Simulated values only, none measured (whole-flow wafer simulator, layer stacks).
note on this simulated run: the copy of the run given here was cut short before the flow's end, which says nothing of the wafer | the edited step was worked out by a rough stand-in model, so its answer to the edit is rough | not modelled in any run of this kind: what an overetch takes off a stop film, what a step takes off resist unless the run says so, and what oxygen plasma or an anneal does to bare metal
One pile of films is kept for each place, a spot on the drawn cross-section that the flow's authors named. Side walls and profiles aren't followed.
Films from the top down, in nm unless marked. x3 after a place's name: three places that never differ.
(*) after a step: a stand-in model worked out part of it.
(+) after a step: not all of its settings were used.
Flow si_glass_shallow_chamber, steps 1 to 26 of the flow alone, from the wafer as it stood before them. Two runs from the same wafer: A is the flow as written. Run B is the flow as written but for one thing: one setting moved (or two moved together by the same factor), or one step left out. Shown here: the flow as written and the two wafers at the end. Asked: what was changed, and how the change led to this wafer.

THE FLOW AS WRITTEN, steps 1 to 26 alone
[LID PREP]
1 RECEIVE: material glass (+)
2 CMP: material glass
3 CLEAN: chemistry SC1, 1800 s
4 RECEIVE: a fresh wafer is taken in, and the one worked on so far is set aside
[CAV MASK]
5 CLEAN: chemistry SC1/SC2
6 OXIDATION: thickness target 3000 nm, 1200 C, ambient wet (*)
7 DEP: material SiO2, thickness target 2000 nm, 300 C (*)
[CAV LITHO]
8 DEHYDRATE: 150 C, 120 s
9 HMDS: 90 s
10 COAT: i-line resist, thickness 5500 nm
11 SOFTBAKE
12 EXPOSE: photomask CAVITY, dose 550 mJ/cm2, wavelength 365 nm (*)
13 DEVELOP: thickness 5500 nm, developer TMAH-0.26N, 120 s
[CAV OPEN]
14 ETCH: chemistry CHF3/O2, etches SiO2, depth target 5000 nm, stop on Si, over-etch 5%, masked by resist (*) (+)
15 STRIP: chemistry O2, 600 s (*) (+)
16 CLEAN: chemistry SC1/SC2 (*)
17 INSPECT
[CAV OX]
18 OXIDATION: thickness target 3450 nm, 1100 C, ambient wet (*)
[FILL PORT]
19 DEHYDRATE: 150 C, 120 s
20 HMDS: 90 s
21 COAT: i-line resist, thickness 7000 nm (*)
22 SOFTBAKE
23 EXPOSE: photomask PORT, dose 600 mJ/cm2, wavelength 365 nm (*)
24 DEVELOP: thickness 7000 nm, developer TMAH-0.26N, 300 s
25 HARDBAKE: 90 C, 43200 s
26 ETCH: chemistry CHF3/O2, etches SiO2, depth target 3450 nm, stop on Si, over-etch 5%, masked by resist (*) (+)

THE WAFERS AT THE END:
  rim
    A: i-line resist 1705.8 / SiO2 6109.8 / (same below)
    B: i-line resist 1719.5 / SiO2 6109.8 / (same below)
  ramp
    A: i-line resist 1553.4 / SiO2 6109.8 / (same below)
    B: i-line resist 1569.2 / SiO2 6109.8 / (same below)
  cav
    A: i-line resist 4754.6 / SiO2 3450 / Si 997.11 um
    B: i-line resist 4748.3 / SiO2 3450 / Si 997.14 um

The cause: step 14, ETCH: over-etch 2.25% was run, where the flow has over-etch 5%.

How the change led to this, step by step:
  14 ETCH: chemistry CHF3/O2, etches SiO2, depth target 5000 nm, stop on Si, over-etch 5%, masked by resist (*) (+)
      rim, ramp, septum, ring: A i-line resist -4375 | B i-line resist -4260.4
      cav, port: A SiO2 -5000 (all of it), Si -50 | B SiO2 -5000 (all of it), Si -22.5
  15 STRIP: chemistry O2, 600 s (*) (+)
      rim, ramp, septum, ring: A i-line resist -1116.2 (all of it) | B i-line resist -1230.7 (all of it)
